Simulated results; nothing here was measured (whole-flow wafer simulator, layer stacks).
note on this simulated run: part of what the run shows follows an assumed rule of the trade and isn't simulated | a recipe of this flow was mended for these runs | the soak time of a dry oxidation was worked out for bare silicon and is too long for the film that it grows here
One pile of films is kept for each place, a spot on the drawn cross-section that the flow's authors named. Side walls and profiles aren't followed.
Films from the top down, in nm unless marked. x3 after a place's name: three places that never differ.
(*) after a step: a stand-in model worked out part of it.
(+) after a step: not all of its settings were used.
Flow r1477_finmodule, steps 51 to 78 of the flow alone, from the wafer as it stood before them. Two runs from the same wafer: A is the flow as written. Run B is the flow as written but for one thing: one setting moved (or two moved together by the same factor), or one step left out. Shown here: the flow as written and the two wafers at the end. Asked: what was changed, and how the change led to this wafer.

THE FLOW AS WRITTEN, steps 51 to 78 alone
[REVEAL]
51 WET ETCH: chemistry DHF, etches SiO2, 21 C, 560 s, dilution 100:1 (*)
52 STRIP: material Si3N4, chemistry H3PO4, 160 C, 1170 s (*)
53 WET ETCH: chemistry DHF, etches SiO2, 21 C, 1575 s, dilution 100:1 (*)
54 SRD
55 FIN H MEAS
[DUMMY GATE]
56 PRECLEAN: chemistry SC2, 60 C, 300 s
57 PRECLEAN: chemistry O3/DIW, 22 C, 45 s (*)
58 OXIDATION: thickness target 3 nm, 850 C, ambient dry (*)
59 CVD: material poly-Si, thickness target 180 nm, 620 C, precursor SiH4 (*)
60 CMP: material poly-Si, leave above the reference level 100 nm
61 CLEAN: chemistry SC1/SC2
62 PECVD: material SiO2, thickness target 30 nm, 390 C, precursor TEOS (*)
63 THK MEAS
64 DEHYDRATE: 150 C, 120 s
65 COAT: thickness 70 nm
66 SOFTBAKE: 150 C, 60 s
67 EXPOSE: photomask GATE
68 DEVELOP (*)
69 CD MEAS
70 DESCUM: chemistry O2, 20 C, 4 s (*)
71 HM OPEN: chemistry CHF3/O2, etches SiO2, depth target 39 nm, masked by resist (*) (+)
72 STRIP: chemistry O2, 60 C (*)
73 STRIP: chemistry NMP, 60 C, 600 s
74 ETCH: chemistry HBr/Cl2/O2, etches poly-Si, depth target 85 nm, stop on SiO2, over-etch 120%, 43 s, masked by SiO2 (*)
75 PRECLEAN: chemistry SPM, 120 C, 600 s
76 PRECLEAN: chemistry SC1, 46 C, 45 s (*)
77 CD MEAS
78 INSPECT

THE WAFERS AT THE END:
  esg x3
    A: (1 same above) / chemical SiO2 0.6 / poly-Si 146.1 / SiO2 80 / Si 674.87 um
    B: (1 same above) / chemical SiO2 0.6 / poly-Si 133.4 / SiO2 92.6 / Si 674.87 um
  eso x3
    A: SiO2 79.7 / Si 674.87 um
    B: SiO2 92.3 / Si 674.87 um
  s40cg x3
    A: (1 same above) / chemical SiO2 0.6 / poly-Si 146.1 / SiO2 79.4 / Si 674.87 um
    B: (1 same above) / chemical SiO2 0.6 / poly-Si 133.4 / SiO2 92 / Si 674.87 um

The cause: step 53, WET ETCH: 1323 s was run, where the flow has 1575 s.

How the change led to this, step by step:
  53 WET ETCH: chemistry DHF, etches SiO2, 21 C, 1575 s, dilution 100:1 (*)
      esg x3, e200sg, s40cg x3, s40sg x3, eso x3, e200so, s40co x3, s40so x3: A SiO2 -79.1 | B SiO2 -66.4
      pad, padg: A SiO2 -85.7 | B SiO2 -72
  59 CVD: material poly-Si, thickness target 180 nm, 620 C, precursor SiH4 (*)
      esg x3, s40cg x3, s40sg x3, eso x3, s40co x3, s40so x3: A poly-Si +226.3 (new film) | B poly-Si +213.7 (new film)
      e200sg, e200so: A poly-Si +219.2 (new film) | B poly-Si +206.6 (new film)
  60 CMP: material poly-Si, leave above the reference level 100 nm
      pad, padg: A poly-Si -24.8 | B poly-Si -38.5
  74 ETCH: chemistry HBr/Cl2/O2, etches poly-Si, depth target 85 nm, stop on SiO2, over-etch 120%, 43 s, masked by SiO2 (*)
      eso x3, e200so, s40co x3, s40so x3: A chemical SiO2 -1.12 (all of it), poly-Si -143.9 (all of it), SiO2 -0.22 | B chemical SiO2 -1.12 (all of it), poly-Si -131.2 (all of it), SiO2 -0.28
      pad: A chemical SiO2 -1.12 (all of it), poly-Si -152.8 (all of it), SiO2 -0.17 | B chemical SiO2 -1.12 (all of it), poly-Si -139.1 (all of it), SiO2 -0.24
